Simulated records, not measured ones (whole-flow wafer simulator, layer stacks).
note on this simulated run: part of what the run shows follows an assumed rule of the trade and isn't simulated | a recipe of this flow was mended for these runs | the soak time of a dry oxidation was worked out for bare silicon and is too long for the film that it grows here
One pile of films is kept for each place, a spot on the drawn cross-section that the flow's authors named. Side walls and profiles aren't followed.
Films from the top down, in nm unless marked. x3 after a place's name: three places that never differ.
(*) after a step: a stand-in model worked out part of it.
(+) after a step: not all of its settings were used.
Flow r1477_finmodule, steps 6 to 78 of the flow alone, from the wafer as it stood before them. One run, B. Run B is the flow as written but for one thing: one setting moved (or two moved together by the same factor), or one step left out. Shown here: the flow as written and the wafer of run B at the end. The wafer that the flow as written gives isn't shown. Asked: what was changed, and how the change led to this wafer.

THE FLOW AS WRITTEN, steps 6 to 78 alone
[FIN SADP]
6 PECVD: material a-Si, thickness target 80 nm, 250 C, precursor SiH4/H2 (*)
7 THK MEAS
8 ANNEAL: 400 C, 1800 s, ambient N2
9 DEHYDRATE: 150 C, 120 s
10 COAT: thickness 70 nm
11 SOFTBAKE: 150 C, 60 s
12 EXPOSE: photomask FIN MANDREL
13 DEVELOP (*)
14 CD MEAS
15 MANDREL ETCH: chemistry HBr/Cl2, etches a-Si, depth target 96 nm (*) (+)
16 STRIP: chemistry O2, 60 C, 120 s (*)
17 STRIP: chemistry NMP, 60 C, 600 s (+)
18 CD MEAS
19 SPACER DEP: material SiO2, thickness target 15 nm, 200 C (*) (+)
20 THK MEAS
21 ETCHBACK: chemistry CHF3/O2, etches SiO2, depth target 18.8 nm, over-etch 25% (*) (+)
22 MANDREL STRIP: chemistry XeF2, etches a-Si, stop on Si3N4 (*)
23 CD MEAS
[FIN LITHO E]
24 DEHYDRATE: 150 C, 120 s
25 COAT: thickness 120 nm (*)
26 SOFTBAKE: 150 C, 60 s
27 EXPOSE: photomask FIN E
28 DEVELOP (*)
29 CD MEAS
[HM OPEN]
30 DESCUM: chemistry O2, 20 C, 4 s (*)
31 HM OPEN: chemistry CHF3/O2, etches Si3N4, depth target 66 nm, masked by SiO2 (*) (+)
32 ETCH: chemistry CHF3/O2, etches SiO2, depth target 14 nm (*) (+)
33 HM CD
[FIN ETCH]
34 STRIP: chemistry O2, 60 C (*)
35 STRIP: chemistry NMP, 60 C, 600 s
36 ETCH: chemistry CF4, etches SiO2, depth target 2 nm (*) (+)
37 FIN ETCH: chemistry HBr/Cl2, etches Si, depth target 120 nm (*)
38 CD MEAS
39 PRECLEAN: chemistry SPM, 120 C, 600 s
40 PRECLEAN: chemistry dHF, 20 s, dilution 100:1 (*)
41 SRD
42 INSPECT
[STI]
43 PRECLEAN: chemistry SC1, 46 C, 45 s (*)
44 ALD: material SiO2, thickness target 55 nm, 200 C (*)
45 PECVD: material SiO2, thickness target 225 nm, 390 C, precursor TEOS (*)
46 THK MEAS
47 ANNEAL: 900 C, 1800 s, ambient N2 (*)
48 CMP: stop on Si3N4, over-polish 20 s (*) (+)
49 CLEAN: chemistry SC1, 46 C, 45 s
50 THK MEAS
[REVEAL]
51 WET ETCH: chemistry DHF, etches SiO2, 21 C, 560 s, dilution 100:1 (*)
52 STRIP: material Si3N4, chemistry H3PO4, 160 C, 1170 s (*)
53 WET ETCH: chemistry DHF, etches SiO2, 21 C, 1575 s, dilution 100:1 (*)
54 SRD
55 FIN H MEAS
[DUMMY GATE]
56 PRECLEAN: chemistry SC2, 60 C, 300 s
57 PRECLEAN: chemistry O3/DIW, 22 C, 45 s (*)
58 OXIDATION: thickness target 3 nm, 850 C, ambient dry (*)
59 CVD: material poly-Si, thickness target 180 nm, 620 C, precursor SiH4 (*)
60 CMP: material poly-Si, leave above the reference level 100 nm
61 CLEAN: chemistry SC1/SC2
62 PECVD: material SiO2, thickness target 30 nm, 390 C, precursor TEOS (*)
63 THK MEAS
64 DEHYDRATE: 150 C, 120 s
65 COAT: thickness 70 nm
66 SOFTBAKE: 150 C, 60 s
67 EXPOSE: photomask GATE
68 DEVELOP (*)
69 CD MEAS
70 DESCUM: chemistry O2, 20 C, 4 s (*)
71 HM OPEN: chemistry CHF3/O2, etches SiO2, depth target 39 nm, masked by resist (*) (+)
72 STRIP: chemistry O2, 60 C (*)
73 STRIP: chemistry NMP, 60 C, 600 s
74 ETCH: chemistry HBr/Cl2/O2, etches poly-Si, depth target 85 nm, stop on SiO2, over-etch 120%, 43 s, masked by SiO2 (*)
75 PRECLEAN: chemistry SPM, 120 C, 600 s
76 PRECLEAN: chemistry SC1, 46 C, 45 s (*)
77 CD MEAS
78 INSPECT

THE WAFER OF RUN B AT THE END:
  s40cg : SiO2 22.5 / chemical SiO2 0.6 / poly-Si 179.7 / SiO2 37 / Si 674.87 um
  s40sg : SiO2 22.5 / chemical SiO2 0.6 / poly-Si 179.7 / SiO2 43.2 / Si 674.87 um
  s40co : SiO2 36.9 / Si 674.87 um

The cause: step 19, SPACER DEP: material SiO2, thickness target 15 nm, 200 C (*) (+), was left out.

How the change led to this, step by step:
  21 ETCHBACK: chemistry CHF3/O2, etches SiO2, depth target 18.8 nm, over-etch 25% (*) (+)
      pad, padg, elg x4 and 18 more: Si3N4 -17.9 (as written it would be: SiO2 -15 (all of it), Si3N4 -3.62)
      s40cg, s45cg, s50cg, s40co, s45co, s50co: chemical SiO2 -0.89 (all of it), a-Si -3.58 (as written it would be: SiO2 -15 (all of it), chemical SiO2 -0.89 (all of it), a-Si -0.58)
  22 MANDREL STRIP: chemistry XeF2, etches a-Si, stop on Si3N4 (*)
      s40cg, s45cg, s50cg, s40co, s45co, s50co: a-Si -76 (all of it) (as written it would be: a-Si -79 (all of it))
  25 COAT: thickness 120 nm (*)
      s40cg, s40co: e-beam-resist +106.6 (new film) (as written it would be: e-beam-resist +136.7 (new film))
      s40sg, s40so: e-beam-resist +126.7 (new film) (as written it would be: e-beam-resist +142.6 (new film))
      (and at 8 more places)
  28 DEVELOP (*)
      s40cg, s40co: e-beam-resist -106.6 (all of it) (as written it would be: e-beam-resist -136.7 (all of it))
      s40sg, s40so: e-beam-resist -126.7 (all of it) (as written it would be: e-beam-resist -142.6 (all of it))
      (and at 8 more places)
  31 HM OPEN: chemistry CHF3/O2, etches Si3N4, depth target 66 nm, masked by SiO2 (*) (+)
      pad, padg, esg and 13 more: Si3N4 -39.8 (all of it), SiO2 -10 (all of it), Si -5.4 (as written it would be: Si3N4 -54.1 (all of it), SiO2 -5.95)
  32 ETCH: chemistry CHF3/O2, etches SiO2, depth target 14 nm (*) (+)
      pad, padg, s40sg, s45sg, s50sg, s40so, s45so, s50so: Si -2.8 (as written it would be: SiO2 -4.05 (all of it), Si -1.99)
      esg, eso: Si -2.33 (as written it would be: SiO2 -4.05 (all of it), Si -1.99)
      (and at 6 more places)
  36 ETCH: chemistry CF4, etches SiO2, depth target 2 nm (*) (+)
      elg x4, elo x4: nothing (as written it would be: Si3N4 -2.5)
  44 ALD: material SiO2, thickness target 55 nm, 200 C (*)
      s40cg, s45cg, s50cg, s40co, s45co, s50co: SiO2 +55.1 (new film) (as written it would be: SiO2 +263.2 (new film))
      s40sg, s45sg, s50sg, s40so, s45so, s50so: SiO2 +55.1 (new film) (as written it would be: SiO2 +263.8 (new film))
      (and at 8 more places)
  48 CMP: stop on Si3N4, over-polish 20 s (*) (+)
      elg x4, elo x4: SiO2 -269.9 (all of it), Si3N4 -1.12 (as written it would be: SiO2 -247.6)
      esg, e40sg, e100sg, e200sg, e40so, e100so, e200so: SiO2 -271 (as written it would be: SiO2 -247.6)
      (and at 15 more places)
  51 WET ETCH: chemistry DHF, etches SiO2, 21 C, 560 s, dilution 100:1 (*)
      elg x4, elo x4: Si3N4 -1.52 (as written it would be: SiO2 -22.3 (all of it), Si3N4 -0.41)
      s40cg, s40sg, s45cg and 9 more: SiO2 -30.5 (as written it would be: SiO2 -28.1)
  52 STRIP: material Si3N4, chemistry H3PO4, 160 C, 1170 s (*)
      elg x4, elo x4: Si3N4 -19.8 (all of it), SiO2 -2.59 (as written it would be: Si3N4 -33.9 (all of it), SiO2 -2.15)
  53 WET ETCH: chemistry DHF, etches SiO2, 21 C, 1575 s, dilution 100:1 (*)
      s40cg, s45cg, s50cg, s40co, s45co, s50co: SiO2 -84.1 (as written it would be: SiO2 -79.1)
      s40sg, s45sg, s50sg, s40so, s45so, s50so: SiO2 -84.6 (as written it would be: SiO2 -79.1)
  59 CVD: material poly-Si, thickness target 180 nm, 620 C, precursor SiH4 (*)
      s40cg, s40sg, s45cg and 9 more: poly-Si +180 (new film) (as written it would be: poly-Si +226.3 (new film))
      esg, e40sg, e100sg, e40so, e100so: poly-Si +261.5 (new film) (as written it would be: poly-Si +226.3 (new film))
      (and at 3 more places)
  60 CMP: material poly-Si, leave above the reference level 100 nm
      s40cg, s40sg, s45cg and 9 more: nothing (as written it would be: poly-Si -80)
      pad, padg: nothing (as written it would be: poly-Si -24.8)
      (and at 2 more places)
  74 ETCH: chemistry HBr/Cl2/O2, etches poly-Si, depth target 85 nm, stop on SiO2, over-etch 120%, 43 s, masked by SiO2 (*)
      s40co, s40so, s45co, s45so, s50co, s50so: chemical SiO2 -1.12 (all of it), poly-Si -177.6 (all of it) (as written it would be: chemical SiO2 -1.12 (all of it), poly-Si -143.9 (all of it), SiO2 -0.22)
      pad: chemical SiO2 -1.12 (all of it), poly-Si -177.6 (all of it) (as written it would be: chemical SiO2 -1.12 (all of it), poly-Si -152.8 (all of it), SiO2 -0.17)
      (and at 4 more places)
